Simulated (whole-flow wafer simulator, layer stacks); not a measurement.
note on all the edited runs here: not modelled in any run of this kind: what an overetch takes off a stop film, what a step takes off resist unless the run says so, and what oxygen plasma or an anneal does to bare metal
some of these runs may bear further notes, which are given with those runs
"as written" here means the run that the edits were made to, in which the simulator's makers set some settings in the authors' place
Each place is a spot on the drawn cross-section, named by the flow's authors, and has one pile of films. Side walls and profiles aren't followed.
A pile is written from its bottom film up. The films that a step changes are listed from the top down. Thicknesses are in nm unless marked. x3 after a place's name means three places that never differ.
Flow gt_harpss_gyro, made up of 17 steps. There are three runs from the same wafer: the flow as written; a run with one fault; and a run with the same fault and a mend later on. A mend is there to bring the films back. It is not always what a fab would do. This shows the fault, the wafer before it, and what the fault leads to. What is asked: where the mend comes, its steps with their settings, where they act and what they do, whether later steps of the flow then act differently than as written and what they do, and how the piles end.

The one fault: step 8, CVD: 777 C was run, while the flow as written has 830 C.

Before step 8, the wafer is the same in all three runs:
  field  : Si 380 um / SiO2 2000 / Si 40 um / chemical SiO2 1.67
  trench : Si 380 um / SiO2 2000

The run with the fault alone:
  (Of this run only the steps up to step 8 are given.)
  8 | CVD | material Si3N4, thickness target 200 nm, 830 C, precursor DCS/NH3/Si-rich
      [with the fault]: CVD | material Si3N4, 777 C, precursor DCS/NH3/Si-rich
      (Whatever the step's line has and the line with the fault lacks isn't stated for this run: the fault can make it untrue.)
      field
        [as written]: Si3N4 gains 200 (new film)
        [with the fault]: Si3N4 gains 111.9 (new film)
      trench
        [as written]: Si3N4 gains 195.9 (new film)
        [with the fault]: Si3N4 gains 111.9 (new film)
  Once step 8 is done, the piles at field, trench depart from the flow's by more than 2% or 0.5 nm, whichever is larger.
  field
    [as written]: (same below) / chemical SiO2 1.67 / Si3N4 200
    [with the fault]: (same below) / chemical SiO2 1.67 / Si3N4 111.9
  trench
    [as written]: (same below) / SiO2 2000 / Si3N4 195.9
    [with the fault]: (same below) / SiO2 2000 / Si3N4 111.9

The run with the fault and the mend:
  The mend stands after step 8.
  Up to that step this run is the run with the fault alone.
  8a | ETCH | chemistry h3po4, depth target 130 nm
      field, trench
        Si3N4 loses 111.9 (all of it)
  8b | CLEAN | chemistry SPM (the flow's step 1, run once more)
      does not change any film at any place that is followed
  8c | CVD | material Si3N4, thickness target 200 nm, 830 C, precursor DCS/NH3/Si-rich (the flow's step 8, run once more)
      field
        Si3N4 gains 200 (new film)
      trench
        Si3N4 gains 195.9 (new film)
  Later steps of the flow that are run all act as written at every place that is followed.
  The piles end the same as the flow's at every place that both follow.
